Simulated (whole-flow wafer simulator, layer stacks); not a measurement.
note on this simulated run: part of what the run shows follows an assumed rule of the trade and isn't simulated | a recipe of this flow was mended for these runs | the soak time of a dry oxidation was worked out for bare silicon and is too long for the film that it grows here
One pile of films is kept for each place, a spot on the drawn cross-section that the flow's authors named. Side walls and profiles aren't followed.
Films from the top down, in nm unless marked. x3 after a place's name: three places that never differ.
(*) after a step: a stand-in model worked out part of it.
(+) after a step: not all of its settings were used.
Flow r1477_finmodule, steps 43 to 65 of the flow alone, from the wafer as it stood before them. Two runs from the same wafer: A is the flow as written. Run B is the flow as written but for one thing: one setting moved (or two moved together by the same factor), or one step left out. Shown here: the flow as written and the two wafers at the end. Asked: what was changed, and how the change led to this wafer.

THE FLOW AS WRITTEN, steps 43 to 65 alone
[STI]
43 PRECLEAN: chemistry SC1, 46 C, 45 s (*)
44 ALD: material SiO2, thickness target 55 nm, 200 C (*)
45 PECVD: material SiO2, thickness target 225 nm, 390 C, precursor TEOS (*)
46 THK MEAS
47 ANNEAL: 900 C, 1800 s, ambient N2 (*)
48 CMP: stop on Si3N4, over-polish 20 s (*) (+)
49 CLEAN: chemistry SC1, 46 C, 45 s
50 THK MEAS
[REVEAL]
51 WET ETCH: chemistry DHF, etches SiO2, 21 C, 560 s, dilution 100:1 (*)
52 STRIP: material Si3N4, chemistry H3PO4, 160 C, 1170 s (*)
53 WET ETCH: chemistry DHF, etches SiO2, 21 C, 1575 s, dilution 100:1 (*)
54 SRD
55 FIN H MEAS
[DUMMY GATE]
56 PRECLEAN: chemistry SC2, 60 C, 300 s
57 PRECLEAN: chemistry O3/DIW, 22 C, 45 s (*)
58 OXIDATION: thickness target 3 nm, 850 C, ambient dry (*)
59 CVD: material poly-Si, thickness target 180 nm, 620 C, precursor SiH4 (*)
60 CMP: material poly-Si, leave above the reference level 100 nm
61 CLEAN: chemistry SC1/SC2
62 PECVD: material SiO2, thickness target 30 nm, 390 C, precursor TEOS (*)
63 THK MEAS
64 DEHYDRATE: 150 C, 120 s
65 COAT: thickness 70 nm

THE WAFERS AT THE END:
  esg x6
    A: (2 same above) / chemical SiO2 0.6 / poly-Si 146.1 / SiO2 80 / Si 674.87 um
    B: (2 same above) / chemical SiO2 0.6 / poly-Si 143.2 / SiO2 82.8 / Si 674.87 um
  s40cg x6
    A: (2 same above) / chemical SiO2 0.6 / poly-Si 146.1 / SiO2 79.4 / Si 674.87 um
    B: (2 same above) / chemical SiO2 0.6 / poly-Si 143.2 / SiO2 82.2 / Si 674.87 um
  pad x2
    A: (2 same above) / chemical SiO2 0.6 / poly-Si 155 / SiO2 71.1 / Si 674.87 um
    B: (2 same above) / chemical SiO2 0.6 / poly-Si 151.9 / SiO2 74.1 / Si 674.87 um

The cause: step 51, WET ETCH: 504 s was run, where the flow has 560 s.

How the change led to this, step by step:
  51 WET ETCH: chemistry DHF, etches SiO2, 21 C, 560 s, dilution 100:1 (*)
      esg x6, e200sg x2, s40cg x6, s40sg x6: A SiO2 -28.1 | B SiO2 -25.3
      pad x2: A SiO2 -30.5 | B SiO2 -27.4
  60 CMP: material poly-Si, leave above the reference level 100 nm
      pad x2: A poly-Si -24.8 | B poly-Si -27.8
